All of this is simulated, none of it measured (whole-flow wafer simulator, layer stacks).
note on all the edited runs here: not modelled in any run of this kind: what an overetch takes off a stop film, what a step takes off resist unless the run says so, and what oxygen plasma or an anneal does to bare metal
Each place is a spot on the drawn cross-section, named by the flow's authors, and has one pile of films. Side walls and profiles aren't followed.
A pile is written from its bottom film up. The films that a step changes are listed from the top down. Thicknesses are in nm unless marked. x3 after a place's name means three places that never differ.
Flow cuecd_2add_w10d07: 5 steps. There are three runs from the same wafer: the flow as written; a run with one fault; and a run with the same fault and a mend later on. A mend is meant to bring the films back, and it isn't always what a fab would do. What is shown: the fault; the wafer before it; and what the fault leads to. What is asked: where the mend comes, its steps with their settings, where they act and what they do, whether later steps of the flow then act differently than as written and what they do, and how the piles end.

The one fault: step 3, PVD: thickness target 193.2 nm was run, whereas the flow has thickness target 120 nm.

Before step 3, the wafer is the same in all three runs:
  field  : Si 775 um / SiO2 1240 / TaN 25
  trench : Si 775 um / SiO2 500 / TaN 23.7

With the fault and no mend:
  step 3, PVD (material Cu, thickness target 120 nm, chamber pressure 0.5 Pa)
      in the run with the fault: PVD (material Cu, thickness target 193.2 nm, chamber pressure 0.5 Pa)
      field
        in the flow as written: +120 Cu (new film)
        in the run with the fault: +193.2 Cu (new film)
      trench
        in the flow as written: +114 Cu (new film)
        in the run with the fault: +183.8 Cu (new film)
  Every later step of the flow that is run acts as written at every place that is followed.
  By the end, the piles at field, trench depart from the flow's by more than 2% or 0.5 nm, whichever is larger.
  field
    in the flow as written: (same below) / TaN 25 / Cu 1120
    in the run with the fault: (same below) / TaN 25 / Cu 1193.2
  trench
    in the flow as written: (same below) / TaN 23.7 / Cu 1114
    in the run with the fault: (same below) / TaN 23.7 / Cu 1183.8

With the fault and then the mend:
  After step 3 comes the mend.
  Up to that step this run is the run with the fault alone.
  step 3a, ETCH (chemistry cu recess dil, depth target 222.3 nm)
      field
        -193.2 Cu (all of it)
      trench
        -183.8 Cu (all of it)
  step 3b, PVD (material Cu, thickness target 120 nm, chamber pressure 0.5 Pa) (a further turn of the flow's step 3)
      field
        +120 Cu (new film)
      trench
        +114 Cu (new film)
  Every later step of the flow that is run acts as written at every place that is followed.
  By the end, the piles equal the flow's at every place that both follow.
